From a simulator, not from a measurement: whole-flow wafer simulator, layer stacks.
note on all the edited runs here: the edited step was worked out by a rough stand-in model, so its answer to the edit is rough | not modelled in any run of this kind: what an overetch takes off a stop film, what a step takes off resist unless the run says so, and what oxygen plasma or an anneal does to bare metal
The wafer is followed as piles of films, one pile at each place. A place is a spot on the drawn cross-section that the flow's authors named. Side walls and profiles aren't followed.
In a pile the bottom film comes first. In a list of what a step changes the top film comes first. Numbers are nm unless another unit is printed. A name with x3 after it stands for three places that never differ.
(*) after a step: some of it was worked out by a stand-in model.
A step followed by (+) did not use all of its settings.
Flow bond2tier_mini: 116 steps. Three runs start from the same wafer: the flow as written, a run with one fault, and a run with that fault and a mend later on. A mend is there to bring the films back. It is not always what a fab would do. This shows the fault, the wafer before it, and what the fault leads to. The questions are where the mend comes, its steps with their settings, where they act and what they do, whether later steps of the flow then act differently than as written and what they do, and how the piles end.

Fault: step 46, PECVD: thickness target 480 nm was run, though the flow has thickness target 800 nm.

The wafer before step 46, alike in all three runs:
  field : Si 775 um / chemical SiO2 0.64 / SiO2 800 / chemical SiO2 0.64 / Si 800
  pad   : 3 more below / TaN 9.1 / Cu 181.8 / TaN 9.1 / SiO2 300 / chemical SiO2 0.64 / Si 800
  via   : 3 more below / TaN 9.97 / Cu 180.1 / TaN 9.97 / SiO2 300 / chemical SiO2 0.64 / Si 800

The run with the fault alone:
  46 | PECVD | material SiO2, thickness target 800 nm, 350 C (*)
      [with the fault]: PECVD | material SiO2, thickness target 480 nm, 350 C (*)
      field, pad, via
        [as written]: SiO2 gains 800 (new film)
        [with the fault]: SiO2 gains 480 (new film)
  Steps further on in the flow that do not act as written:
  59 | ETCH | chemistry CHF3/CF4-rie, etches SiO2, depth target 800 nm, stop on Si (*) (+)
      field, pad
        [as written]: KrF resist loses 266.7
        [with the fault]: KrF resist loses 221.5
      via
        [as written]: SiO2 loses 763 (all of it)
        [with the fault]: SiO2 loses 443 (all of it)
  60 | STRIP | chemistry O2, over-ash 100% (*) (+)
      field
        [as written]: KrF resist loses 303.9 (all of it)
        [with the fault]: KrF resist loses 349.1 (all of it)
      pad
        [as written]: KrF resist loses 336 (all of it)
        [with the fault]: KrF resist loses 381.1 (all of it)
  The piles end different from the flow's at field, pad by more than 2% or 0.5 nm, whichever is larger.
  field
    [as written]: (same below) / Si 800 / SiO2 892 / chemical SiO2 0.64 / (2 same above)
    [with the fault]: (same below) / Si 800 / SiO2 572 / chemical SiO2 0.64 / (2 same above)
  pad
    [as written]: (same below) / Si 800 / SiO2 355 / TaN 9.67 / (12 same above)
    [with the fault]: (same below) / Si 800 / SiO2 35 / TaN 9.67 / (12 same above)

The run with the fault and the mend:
  The mend follows step 46.
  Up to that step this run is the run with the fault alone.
  46a | PECVD | material SiO2, thickness target 320 nm, 350 C (*) (the flow's step 46, run once more with other settings)
      field, pad, via
        SiO2 gains 320
  Later steps of the flow that are run all act as written at every place that is followed.
  By the end, the piles equal the flow's at every place that both follow.
